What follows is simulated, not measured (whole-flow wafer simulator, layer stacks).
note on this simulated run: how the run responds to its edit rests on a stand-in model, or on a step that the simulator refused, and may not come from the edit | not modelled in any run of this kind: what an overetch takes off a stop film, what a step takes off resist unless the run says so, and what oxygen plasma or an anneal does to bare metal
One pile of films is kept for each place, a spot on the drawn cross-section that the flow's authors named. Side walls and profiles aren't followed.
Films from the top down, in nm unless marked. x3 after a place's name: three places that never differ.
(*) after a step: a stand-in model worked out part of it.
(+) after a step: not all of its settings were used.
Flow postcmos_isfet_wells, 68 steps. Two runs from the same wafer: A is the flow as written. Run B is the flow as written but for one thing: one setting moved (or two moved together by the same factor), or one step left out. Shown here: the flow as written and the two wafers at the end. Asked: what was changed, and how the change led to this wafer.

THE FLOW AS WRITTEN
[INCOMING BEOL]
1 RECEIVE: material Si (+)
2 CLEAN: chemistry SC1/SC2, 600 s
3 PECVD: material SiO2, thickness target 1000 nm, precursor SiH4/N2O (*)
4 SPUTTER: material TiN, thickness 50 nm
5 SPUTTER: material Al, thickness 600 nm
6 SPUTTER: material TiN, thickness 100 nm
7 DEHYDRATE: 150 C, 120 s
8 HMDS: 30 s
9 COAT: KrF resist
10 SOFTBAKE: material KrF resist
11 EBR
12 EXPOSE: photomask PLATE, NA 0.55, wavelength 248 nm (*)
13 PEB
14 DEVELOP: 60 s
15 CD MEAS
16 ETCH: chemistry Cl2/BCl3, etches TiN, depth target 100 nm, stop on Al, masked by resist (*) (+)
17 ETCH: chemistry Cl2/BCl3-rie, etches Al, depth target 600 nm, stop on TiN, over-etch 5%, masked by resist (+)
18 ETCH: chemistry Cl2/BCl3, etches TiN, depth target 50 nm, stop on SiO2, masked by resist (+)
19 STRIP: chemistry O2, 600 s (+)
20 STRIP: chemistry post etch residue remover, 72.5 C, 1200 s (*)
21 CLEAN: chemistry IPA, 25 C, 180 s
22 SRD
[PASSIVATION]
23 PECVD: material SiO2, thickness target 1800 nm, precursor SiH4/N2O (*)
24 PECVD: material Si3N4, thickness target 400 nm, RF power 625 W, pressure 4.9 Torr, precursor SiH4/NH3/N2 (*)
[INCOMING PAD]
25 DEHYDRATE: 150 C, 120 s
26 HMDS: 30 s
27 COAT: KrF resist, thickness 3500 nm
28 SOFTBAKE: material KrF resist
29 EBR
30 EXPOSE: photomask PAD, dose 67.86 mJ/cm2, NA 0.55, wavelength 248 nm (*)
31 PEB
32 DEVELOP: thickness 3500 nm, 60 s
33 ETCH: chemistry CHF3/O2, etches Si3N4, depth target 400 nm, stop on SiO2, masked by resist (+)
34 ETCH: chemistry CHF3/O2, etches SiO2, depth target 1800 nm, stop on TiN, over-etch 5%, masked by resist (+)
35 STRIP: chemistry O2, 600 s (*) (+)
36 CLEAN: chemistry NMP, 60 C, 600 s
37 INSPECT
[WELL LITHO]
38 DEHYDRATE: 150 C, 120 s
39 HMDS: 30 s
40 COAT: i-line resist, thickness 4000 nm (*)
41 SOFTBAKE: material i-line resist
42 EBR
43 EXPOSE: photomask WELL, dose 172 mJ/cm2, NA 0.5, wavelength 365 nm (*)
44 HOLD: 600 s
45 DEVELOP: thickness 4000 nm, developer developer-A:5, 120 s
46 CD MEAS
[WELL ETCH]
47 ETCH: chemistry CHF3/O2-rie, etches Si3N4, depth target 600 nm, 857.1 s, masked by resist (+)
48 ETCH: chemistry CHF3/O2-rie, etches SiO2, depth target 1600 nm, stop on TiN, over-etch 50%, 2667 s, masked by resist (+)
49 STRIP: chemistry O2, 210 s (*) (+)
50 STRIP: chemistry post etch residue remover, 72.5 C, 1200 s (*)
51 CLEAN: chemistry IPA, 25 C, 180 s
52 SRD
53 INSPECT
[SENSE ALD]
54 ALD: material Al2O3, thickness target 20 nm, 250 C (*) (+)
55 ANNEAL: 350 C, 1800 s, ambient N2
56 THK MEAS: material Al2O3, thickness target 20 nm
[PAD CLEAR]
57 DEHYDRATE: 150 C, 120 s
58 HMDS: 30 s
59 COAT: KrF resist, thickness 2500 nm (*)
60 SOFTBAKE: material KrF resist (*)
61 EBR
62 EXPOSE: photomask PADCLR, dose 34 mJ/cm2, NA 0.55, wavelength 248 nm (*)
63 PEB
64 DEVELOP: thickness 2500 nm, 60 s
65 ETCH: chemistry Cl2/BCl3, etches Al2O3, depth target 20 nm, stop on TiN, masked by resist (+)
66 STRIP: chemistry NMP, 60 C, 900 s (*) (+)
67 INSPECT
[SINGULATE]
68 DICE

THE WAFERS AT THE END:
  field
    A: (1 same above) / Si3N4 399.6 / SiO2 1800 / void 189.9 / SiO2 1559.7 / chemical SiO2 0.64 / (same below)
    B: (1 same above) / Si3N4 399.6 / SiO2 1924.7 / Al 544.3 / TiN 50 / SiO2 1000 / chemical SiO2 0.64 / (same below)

The cause: step 17, ETCH: chemistry Cl2/BCl3-rie, etches Al, depth target 600 nm, stop on TiN, over-etch 5%, masked by resist (+), was left out.

How the change led to this, step by step:
  18 ETCH: chemistry Cl2/BCl3, etches TiN, depth target 50 nm, stop on SiO2, masked by resist (+)
      field: A TiN -50 (all of it) | B Al -50
  19 STRIP: chemistry O2, 600 s (+)
      margin, well900, well1300, well2000, well3000, pad_rim, pad_clr, pad_open: A KrF resist -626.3 (all of it) | B KrF resist -926.3 (all of it)
  20 STRIP: chemistry post etch residue remover, 72.5 C, 1200 s (*)
      field: A nothing | B Al -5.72
  23 PECVD: material SiO2, thickness target 1800 nm, precursor SiH4/N2O (*)
      field: A SiO2 +1800 (new film), void +189.9 (new film), SiO2 +559.7 | B SiO2 +1924.7 (new film)
Counting metal films that touch as one body, field has 1 body; the flow as written gives 0 bodies.
